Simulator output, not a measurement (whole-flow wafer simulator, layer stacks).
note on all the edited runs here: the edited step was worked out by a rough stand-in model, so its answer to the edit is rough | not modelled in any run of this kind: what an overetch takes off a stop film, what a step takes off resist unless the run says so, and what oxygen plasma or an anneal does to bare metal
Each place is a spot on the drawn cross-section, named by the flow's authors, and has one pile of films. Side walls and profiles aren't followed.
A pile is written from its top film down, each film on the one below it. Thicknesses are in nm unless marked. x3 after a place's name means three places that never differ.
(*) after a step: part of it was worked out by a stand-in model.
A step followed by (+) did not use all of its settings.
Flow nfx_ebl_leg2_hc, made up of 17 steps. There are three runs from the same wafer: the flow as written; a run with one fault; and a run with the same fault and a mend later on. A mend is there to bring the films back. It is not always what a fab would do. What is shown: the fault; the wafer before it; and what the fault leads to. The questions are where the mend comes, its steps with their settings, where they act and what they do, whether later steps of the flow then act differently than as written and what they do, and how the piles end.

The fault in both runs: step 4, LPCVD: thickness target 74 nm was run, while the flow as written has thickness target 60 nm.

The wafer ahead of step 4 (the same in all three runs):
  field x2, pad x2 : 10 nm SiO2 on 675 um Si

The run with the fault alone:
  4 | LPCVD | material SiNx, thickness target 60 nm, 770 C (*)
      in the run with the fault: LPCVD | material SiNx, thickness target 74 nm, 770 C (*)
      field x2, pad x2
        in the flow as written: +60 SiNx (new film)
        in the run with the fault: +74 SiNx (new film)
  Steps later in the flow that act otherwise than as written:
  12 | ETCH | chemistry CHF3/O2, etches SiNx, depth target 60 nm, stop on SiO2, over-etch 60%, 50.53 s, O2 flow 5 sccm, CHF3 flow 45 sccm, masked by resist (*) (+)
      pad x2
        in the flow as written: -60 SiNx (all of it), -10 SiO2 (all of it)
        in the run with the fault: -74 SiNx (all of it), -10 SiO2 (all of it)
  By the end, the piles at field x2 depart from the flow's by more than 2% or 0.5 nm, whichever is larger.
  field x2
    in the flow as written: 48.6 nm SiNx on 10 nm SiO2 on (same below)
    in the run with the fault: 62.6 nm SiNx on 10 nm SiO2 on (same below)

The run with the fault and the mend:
  After step 5 comes the mend.
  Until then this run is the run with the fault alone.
  5a | ETCH | chemistry h3po4, depth target 14 nm
      field x2, pad x2
        -14 SiNx
  Every later step of the flow that is run acts as written at every place that is followed.
  At every place that both follow, the piles at the end match the flow's.
